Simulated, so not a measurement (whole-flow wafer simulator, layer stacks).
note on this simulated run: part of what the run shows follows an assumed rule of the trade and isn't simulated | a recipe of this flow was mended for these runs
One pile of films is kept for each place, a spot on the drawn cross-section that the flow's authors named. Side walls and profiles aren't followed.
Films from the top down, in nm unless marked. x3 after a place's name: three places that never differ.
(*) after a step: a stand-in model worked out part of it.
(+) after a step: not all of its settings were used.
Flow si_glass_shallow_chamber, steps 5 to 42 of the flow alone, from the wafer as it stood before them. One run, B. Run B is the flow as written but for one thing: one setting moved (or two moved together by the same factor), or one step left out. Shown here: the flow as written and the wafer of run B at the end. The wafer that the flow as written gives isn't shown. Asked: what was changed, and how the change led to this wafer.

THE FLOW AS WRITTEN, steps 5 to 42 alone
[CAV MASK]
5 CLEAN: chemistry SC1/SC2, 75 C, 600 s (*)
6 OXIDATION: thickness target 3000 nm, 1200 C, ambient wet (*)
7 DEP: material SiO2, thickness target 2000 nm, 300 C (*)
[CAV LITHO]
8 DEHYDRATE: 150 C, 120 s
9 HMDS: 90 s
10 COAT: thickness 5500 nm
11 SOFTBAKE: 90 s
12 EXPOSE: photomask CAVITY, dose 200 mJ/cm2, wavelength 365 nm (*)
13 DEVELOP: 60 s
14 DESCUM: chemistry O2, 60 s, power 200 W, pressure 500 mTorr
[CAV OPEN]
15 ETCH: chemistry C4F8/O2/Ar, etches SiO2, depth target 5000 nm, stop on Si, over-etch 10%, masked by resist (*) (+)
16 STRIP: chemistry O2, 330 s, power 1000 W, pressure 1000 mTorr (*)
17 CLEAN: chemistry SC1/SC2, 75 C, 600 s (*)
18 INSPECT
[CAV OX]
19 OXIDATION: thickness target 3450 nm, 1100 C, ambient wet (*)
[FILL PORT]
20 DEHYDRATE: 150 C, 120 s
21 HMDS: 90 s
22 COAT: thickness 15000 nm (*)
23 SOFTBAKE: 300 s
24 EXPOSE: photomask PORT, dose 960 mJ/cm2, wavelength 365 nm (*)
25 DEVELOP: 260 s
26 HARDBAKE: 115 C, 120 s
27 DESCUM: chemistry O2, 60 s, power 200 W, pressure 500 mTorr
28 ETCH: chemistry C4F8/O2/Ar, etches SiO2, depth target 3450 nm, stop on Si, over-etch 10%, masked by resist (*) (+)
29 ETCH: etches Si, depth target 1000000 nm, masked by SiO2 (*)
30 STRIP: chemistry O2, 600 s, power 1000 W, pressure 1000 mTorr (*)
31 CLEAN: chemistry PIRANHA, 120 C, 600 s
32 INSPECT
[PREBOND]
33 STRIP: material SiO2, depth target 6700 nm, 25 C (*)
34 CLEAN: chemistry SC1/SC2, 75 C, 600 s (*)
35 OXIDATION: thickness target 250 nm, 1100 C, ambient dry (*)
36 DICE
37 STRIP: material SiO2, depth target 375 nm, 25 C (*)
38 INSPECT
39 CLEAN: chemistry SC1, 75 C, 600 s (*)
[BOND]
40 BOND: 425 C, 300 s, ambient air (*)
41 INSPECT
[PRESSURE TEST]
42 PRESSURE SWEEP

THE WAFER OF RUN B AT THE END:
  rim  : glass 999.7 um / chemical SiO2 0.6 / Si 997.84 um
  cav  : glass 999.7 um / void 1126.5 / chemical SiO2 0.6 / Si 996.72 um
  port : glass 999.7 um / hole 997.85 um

The cause: step 7, DEP: material SiO2, thickness target 2000 nm, 300 C (*), was left out.

How the change led to this, step by step:
  15 ETCH: chemistry C4F8/O2/Ar, etches SiO2, depth target 5000 nm, stop on Si, over-etch 10%, masked by resist (*) (+)
      rim, ramp, septum, ring: thick-i-line-resist -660 (as written it would be: thick-i-line-resist -1100)
      cav, port: SiO2 -3000 (all of it), Si -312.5 (as written it would be: SiO2 -5000 (all of it), Si -62.5)
  16 STRIP: chemistry O2, 330 s, power 1000 W, pressure 1000 mTorr (*)
      rim, ramp, septum, ring: thick-i-line-resist -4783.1 (all of it) (as written it would be: thick-i-line-resist -4343.1 (all of it))
  17 CLEAN: chemistry SC1/SC2, 75 C, 600 s (*)
      rim, ramp, septum, ring: SiO2 -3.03 (as written it would be: SiO2 -6.06)
  19 OXIDATION: thickness target 3450 nm, 1100 C, ambient wet (*)
      rim, ramp, septum, ring: SiO2 +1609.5, Si -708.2 (as written it would be: SiO2 +1110.9, Si -488.8)
  22 COAT: thickness 15000 nm (*)
      rim: thick-i-line-resist +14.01 um (new film) (as written it would be: thick-i-line-resist +13.4 um (new film))
      ramp: thick-i-line-resist +13.7 um (new film) (as written it would be: thick-i-line-resist +12.89 um (new film))
      (and at 4 more places)
  23 SOFTBAKE: 300 s
      rim: thick-i-line-resist -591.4 (as written it would be: thick-i-line-resist -997)
      ramp: thick-i-line-resist -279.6 (as written it would be: thick-i-line-resist -487.1)
      (and at 4 more places)
  25 DEVELOP: 260 s
      port: thick-i-line-resist -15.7 um (all of it) (as written it would be: thick-i-line-resist -16.16 um (all of it))
  26 HARDBAKE: 115 C, 120 s
      rim, ramp: thick-i-line-resist -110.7 (as written it would be: thick-i-line-resist -98.2)
      cav: thick-i-line-resist -137.5 (as written it would be: thick-i-line-resist -147.1)
  29 ETCH: etches Si, depth target 1000000 nm, masked by SiO2 (*)
      rim, ramp: thick-i-line-resist -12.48 um (all of it), SiO2 -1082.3 (as written it would be: thick-i-line-resist -11.47 um (all of it), SiO2 -1617.3)
      port: hole +996.8 um (new film), Si -996.8 um (all of it) (as written it would be: hole +997.05 um (new film), Si -997.05 um (all of it))
      (and at 2 more places)
  30 STRIP: chemistry O2, 600 s, power 1000 W, pressure 1000 mTorr (*)
      cav: thick-i-line-resist -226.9 (all of it) (as written it would be: thick-i-line-resist -669.6 (all of it))
  33 STRIP: material SiO2, depth target 6700 nm, 25 C (*)
      rim, ramp: SiO2 -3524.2 (all of it) (as written it would be: SiO2 -4487.5 (all of it))
      septum: SiO2 -4280.8 (all of it) (as written it would be: SiO2 -5732.1 (all of it))
      (and at 1 more place)
  40 BOND: 425 C, 300 s, ambient air (*)
      cav: glass +999.7 um (new film), void +1126.5 (new film) (as written it would be: glass +999.7 um (new film), void +1095.9 (new film))
      port: glass +999.7 um (new film), hole +1047.8 (as written it would be: glass +999.7 um (new film), hole +1017.3)
